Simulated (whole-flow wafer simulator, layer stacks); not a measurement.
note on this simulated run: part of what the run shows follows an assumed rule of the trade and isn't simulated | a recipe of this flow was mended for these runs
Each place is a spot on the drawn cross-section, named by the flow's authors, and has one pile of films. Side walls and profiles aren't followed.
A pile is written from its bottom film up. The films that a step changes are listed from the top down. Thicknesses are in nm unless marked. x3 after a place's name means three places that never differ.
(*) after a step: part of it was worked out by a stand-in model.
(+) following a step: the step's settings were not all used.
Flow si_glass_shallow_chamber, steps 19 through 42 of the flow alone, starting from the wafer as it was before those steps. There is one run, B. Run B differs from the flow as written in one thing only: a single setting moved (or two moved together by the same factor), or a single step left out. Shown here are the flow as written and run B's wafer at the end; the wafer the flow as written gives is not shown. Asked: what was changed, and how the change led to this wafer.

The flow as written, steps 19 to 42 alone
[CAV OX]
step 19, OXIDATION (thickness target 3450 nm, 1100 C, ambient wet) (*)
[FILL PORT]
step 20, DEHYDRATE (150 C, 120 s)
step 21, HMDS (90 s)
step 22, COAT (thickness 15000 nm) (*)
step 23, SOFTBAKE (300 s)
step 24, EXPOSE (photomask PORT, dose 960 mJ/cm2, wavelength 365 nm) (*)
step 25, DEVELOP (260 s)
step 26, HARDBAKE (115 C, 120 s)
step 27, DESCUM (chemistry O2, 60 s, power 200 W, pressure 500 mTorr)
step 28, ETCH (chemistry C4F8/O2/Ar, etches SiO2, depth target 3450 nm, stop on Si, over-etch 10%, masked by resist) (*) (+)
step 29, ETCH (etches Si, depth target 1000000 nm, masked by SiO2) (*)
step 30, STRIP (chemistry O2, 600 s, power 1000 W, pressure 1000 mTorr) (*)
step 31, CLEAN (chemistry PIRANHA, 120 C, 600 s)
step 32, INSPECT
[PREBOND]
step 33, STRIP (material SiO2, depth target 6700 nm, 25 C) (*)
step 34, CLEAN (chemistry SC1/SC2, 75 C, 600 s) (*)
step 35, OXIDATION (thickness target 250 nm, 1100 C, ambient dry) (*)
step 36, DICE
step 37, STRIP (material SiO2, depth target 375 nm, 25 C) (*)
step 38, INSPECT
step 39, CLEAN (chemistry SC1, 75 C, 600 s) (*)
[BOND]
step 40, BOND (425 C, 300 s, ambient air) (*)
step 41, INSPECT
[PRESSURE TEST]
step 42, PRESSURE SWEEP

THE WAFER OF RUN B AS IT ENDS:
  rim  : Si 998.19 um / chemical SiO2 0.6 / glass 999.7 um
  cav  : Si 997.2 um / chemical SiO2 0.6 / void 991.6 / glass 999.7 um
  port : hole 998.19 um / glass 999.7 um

The reason: step 19, OXIDATION: thickness target 2932 nm was run, while the flow as written has thickness target 3450 nm.

How this came from the change, step by step:
  step 19, OXIDATION (thickness target 3450 nm, 1100 C, ambient wet) (*)
      rim, ramp, septum, ring: +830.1 SiO2, -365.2 Si (in the flow as written it would be: +1110.9 SiO2, -488.8 Si)
      cav, port: +2932 SiO2 (new film), -0.6 chemical SiO2 (all of it), -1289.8 Si (in the flow as written it would be: +3450 SiO2 (new film), -0.6 chemical SiO2 (all of it), -1517.7 Si)
  step 22, COAT (thickness 15000 nm) (*)
      rim: +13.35 um thick-i-line-resist (new film) (in the flow as written it would be: +13.4 um thick-i-line-resist (new film))
      ramp: +12.82 um thick-i-line-resist (new film) (in the flow as written it would be: +12.89 um thick-i-line-resist (new film))
      (and at 3 other places as well)
  step 23, SOFTBAKE (300 s)
      rim: -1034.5 thick-i-line-resist (in the flow as written it would be: -997 thick-i-line-resist)
      ramp: -507 thick-i-line-resist (in the flow as written it would be: -487.1 thick-i-line-resist)
      (and at 4 other places as well)
  step 25, DEVELOP (260 s)
      port: -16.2 um thick-i-line-resist (all of it) (in the flow as written it would be: -16.16 um thick-i-line-resist (all of it))
  step 28, ETCH (chemistry C4F8/O2/Ar, etches SiO2, depth target 3450 nm, stop on Si, over-etch 10%, masked by resist) (*) (+)
      rim, ramp, cav, septum, ring: -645 thick-i-line-resist (in the flow as written it would be: -759 thick-i-line-resist)
      port: -2932 SiO2 (all of it), -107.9 Si (in the flow as written it would be: -3450 SiO2 (all of it), -43.1 Si)
  step 29, ETCH (etches Si, depth target 1000000 nm, masked by SiO2) (*)
      rim, ramp: -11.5 um thick-i-line-resist (all of it), -1604.9 SiO2 (in the flow as written it would be: -11.47 um thick-i-line-resist (all of it), -1617.3 SiO2)
      port: +997.21 um hole (new film), -997.21 um Si (all of it) (in the flow as written it would be: +997.05 um hole (new film), -997.05 um Si (all of it))
      (and at 2 other places as well)
  step 30, STRIP (chemistry O2, 600 s, power 1000 W, pressure 1000 mTorr) (*)
      cav: -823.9 thick-i-line-resist (all of it) (in the flow as written it would be: -669.6 thick-i-line-resist (all of it))
  step 33, STRIP (material SiO2, depth target 6700 nm, 25 C) (*)
      rim, ramp: -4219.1 SiO2 (all of it) (in the flow as written it would be: -4487.5 SiO2 (all of it))
      cav: -2932 SiO2 (all of it) (in the flow as written it would be: -3450 SiO2 (all of it))
      (and at 2 other places as well)
  step 40, BOND (425 C, 300 s, ambient air) (*)
      cav: +999.7 um glass (new film), +991.6 void (new film) (in the flow as written it would be: +999.7 um glass (new film), +1095.9 void (new film))
      port: +999.7 um glass (new film), +977.6 hole (in the flow as written it would be: +999.7 um glass (new film), +1017.3 hole)
